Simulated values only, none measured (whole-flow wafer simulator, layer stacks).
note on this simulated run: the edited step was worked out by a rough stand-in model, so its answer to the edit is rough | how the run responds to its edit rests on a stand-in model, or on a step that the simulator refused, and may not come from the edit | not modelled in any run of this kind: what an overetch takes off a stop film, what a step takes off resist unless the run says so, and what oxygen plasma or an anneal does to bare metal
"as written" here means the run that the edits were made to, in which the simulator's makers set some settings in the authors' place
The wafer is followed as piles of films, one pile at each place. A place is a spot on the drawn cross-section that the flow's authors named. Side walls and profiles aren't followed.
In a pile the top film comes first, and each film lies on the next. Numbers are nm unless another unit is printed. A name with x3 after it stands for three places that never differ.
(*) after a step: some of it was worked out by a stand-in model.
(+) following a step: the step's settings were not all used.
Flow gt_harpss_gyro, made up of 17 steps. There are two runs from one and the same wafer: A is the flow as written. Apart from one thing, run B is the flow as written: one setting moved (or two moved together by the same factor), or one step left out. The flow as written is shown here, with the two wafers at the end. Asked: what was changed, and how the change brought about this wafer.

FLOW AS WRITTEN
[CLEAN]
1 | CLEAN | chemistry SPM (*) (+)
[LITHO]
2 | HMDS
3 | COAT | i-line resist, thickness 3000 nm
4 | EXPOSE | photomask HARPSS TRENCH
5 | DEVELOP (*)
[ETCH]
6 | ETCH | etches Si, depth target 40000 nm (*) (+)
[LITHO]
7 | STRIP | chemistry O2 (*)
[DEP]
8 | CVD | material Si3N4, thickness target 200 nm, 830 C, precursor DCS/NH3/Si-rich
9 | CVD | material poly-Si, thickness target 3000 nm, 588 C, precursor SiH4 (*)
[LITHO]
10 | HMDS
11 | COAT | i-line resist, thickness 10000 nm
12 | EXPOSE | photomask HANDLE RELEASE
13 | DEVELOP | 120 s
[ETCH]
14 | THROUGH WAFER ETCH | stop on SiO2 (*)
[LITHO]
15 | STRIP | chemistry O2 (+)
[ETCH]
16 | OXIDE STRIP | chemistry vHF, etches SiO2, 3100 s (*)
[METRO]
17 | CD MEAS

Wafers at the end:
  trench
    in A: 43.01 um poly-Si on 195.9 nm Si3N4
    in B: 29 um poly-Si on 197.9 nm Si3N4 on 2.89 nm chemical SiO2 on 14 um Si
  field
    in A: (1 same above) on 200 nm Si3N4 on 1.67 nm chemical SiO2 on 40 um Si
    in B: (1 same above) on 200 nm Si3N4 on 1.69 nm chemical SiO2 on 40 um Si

The reason: step 6, ETCH: depth target 26000 nm was run, whereas the flow has depth target 40000 nm.

How this came from the change, step by step:
  6 | ETCH | etches Si, depth target 40000 nm (*) (+)
      trench: A chemical SiO2 loses 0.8 (all of it), Si loses 40 um (all of it) | B chemical SiO2 loses 0.8 (all of it), Si loses 26 um
      field: A i-line resist loses 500 | B i-line resist loses 325
  7 | STRIP | chemistry O2 (*)
      trench: A nothing | B chemical SiO2 gains 2.89 (new film), Si loses 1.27
      field: A i-line resist loses 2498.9 (all of it), chemical SiO2 gains 0.87, Si loses 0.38 | B i-line resist loses 2673.9 (all of it), chemical SiO2 gains 0.89, Si loses 0.39
  9 | CVD | material poly-Si, thickness target 3000 nm, 588 C, precursor SiH4 (*)
      trench: A poly-Si gains 43.01 um (new film) | B poly-Si gains 29 um (new film)
